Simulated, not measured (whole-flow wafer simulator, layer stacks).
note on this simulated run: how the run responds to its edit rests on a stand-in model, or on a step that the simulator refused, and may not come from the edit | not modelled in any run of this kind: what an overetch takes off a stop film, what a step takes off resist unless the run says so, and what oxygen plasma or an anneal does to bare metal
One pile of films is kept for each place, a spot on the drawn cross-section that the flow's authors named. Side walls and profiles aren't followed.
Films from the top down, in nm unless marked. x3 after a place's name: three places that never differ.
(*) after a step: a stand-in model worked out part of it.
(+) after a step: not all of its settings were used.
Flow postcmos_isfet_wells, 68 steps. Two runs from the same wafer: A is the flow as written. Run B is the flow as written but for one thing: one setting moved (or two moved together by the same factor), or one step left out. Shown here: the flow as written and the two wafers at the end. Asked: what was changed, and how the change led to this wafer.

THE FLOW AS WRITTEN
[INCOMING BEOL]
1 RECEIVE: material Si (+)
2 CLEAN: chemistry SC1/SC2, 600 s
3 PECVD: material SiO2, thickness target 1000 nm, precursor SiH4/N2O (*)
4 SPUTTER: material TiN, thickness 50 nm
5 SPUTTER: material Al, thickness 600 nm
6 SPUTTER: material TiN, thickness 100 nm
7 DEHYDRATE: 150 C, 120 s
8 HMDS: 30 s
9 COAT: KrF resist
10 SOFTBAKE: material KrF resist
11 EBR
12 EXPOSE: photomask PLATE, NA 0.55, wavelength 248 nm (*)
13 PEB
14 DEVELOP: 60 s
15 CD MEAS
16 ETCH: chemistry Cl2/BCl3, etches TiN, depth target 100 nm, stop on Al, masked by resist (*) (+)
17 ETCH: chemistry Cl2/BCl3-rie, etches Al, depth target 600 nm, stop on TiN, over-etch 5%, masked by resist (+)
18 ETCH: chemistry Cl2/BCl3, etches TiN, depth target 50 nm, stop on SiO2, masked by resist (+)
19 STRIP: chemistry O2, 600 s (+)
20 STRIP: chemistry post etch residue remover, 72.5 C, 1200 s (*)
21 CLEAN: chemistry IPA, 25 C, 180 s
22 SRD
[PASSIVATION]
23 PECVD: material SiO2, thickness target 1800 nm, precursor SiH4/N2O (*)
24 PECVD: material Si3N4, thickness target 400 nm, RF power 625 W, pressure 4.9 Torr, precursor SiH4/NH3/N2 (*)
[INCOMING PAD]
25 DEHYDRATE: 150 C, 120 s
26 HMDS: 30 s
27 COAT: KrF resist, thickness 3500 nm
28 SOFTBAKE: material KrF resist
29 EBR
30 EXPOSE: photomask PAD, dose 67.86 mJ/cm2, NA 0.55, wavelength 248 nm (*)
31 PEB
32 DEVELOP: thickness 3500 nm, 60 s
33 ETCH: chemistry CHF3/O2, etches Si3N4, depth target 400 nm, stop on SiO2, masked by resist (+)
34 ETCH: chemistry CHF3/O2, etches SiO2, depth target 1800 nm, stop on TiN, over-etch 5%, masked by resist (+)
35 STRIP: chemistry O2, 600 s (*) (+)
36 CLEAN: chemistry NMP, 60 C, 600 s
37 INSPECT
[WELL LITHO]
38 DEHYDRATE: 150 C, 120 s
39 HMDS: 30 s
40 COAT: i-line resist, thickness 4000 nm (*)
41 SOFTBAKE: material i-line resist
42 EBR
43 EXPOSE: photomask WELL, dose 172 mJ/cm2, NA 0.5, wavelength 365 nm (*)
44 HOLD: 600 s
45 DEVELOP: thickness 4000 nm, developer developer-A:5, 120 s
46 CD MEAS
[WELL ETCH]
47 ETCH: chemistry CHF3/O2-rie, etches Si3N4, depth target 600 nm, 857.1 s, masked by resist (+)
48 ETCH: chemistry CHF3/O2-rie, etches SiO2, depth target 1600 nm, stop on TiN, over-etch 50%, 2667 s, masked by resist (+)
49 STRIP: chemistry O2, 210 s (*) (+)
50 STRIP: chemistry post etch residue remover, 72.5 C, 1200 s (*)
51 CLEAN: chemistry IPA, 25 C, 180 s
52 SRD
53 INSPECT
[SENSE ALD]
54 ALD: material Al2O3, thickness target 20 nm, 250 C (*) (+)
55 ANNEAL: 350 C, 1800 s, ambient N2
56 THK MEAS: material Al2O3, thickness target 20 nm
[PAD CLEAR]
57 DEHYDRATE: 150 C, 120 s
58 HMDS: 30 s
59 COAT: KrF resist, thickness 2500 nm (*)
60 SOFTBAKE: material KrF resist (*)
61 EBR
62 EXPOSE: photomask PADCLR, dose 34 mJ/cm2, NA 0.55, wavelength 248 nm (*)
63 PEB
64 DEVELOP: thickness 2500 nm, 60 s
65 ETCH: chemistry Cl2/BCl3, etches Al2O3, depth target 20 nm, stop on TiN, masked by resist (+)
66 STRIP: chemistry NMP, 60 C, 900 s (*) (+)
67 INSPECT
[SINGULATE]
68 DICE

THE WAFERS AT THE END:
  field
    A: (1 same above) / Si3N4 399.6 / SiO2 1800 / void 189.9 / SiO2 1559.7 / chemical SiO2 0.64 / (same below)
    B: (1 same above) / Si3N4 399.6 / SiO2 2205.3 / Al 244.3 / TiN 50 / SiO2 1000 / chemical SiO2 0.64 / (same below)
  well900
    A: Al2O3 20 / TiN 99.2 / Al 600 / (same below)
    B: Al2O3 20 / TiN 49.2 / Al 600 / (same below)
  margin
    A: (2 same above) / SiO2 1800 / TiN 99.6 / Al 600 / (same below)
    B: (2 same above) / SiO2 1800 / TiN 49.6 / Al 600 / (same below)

The cause: step 6, SPUTTER: thickness 50 nm was run, where the flow has thickness 100 nm; step 17, ETCH: depth target 300 nm was run, where the flow has depth target 600 nm.

How the change led to this, step by step:
  6 SPUTTER: material TiN, thickness 100 nm
      field, margin, well900 and 6 more: A TiN +100 (new film) | B TiN +50 (new film)
  16 ETCH: chemistry Cl2/BCl3, etches TiN, depth target 100 nm, stop on Al, masked by resist (*) (+)
      margin, well900, well1300, well2000, well3000, pad_rim, pad_clr, pad_open: A KrF resist -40 | B KrF resist -30
      field: A TiN -100 (all of it) | B TiN -50 (all of it)
  17 ETCH: chemistry Cl2/BCl3-rie, etches Al, depth target 600 nm, stop on TiN, over-etch 5%, masked by resist (+)
      field: A Al -600 (all of it) | B Al -300
      margin, well900, well1300, well2000, well3000, pad_rim, pad_clr, pad_open: A KrF resist -300 | B KrF resist -150
  18 ETCH: chemistry Cl2/BCl3, etches TiN, depth target 50 nm, stop on SiO2, masked by resist (+)
      field: A TiN -50 (all of it) | B Al -50
  19 STRIP: chemistry O2, 600 s (+)
      margin, well900, well1300, well2000, well3000, pad_rim, pad_clr, pad_open: A KrF resist -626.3 (all of it) | B KrF resist -786.3 (all of it)
  20 STRIP: chemistry post etch residue remover, 72.5 C, 1200 s (*)
      field: A nothing | B Al -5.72
  23 PECVD: material SiO2, thickness target 1800 nm, precursor SiH4/N2O (*)
      field: A SiO2 +1800 (new film), void +189.9 (new film), SiO2 +559.7 | B SiO2 +2205.3 (new film)
Counting metal films that touch as one body, field has 1 body; the flow as written gives 0 bodies.
